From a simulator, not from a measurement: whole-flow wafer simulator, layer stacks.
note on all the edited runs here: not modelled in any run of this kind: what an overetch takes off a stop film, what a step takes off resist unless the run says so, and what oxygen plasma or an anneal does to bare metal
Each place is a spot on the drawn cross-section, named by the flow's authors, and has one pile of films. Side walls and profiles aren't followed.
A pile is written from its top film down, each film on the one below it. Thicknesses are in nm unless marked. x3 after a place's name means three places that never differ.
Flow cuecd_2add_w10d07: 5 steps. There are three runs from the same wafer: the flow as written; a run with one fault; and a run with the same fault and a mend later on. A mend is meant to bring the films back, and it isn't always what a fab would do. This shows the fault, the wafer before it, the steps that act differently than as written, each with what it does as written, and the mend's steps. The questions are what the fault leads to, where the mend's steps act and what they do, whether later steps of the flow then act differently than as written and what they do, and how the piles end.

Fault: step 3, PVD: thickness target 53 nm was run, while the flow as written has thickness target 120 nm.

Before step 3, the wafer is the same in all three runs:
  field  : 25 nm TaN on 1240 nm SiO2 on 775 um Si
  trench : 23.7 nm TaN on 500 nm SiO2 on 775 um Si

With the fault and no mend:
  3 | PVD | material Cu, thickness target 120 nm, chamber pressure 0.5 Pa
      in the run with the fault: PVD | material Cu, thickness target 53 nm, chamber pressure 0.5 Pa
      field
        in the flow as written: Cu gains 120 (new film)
        in the run with the fault: Cu gains 53 (new film)
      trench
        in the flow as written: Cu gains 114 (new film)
        in the run with the fault: Cu gains 50.3 (new film)
  Every later step of the flow that is run acts as written at every place that is followed.
  By the end, the piles at field, trench depart from the flow's by more than 2% or 0.5 nm, whichever is larger.
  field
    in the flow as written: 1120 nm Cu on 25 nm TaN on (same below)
    in the run with the fault: 1053 nm Cu on 25 nm TaN on (same below)
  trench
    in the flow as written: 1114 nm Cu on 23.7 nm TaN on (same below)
    in the run with the fault: 1050.3 nm Cu on 23.7 nm TaN on (same below)

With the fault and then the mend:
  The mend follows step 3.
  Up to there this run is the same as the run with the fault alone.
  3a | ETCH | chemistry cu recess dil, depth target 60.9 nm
      field
        Cu loses 53 (all of it)
      trench
        Cu loses 50.3 (all of it)
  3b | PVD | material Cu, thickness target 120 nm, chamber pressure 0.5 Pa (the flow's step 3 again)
      field
        Cu gains 120 (new film)
      trench
        Cu gains 114 (new film)
  Every later step of the flow that is run acts as written at every place that is followed.
  At every place that both follow, the piles at the end match the flow's.
